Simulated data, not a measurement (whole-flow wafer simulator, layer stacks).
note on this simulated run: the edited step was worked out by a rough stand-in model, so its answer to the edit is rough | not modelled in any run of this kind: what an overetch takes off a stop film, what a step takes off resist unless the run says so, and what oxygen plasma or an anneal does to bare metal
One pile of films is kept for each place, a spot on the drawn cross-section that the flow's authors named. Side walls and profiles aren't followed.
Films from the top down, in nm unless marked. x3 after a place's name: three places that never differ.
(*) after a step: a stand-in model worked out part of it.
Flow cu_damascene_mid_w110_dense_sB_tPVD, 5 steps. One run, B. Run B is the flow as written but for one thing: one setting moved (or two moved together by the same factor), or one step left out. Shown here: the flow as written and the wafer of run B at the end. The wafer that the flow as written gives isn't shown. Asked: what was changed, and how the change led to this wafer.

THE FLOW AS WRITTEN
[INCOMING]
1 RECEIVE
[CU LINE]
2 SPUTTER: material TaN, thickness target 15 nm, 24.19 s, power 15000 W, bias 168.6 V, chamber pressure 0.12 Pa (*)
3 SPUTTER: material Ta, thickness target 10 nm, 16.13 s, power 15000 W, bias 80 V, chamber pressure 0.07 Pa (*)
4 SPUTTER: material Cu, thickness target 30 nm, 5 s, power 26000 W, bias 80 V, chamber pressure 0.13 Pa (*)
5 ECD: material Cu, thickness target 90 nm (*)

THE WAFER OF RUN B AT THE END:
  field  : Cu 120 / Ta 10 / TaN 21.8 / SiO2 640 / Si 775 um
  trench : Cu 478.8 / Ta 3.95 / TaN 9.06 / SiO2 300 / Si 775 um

The cause: step 2, SPUTTER: thickness target 21.8 nm was run, where the flow has thickness target 15 nm.
It can be read off the wafer: field has TaN 21.8, and step 2 as written asks for 15 nm.

How the change led to this, step by step:
  2 SPUTTER: material TaN, thickness target 15 nm, 24.19 s, power 15000 W, bias 168.6 V, chamber pressure 0.12 Pa (*)
      field: TaN +21.8 (new film) (as written it would be: TaN +15 (new film))
      trench: TaN +9.06 (new film) (as written it would be: TaN +6.23 (new film))
